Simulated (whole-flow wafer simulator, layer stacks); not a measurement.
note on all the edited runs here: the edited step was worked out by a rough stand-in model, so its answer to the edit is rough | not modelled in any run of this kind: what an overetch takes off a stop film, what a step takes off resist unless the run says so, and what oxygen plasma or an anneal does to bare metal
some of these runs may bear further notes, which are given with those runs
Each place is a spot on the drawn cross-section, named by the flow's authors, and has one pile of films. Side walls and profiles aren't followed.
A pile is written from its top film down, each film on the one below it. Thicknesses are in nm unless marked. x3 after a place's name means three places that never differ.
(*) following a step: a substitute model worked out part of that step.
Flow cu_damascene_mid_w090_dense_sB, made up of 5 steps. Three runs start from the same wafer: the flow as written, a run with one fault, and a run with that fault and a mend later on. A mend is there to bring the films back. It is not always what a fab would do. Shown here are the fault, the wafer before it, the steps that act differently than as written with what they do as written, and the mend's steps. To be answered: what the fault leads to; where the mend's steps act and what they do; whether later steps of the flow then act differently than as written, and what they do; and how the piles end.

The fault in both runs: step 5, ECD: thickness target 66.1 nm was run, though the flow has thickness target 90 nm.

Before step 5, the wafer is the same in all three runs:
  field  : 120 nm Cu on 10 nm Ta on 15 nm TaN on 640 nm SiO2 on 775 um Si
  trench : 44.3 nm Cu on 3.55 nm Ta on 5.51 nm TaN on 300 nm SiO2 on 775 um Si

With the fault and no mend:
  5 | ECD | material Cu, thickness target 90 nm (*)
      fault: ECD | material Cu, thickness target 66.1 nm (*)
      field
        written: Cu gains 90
        fault: Cu gains 66.1
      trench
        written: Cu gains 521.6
        fault: Cu gains 497.7
  Every later step of the flow that is run acts as written at every place that is followed.
  At field, trench, the piles at the end differ from the flow's by more than 2% or 0.5 nm, whichever is larger.
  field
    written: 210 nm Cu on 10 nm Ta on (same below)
    fault: 186.1 nm Cu on 10 nm Ta on (same below)
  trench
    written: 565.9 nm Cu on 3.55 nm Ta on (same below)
    fault: 542 nm Cu on 3.55 nm Ta on (same below)

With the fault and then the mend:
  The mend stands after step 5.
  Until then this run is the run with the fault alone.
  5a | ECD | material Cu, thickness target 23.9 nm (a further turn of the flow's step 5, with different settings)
      field, trench
        Cu gains 23.9
  Every later step of the flow that is run acts as written at every place that is followed.
  At every place that both follow, the piles at the end match the flow's.
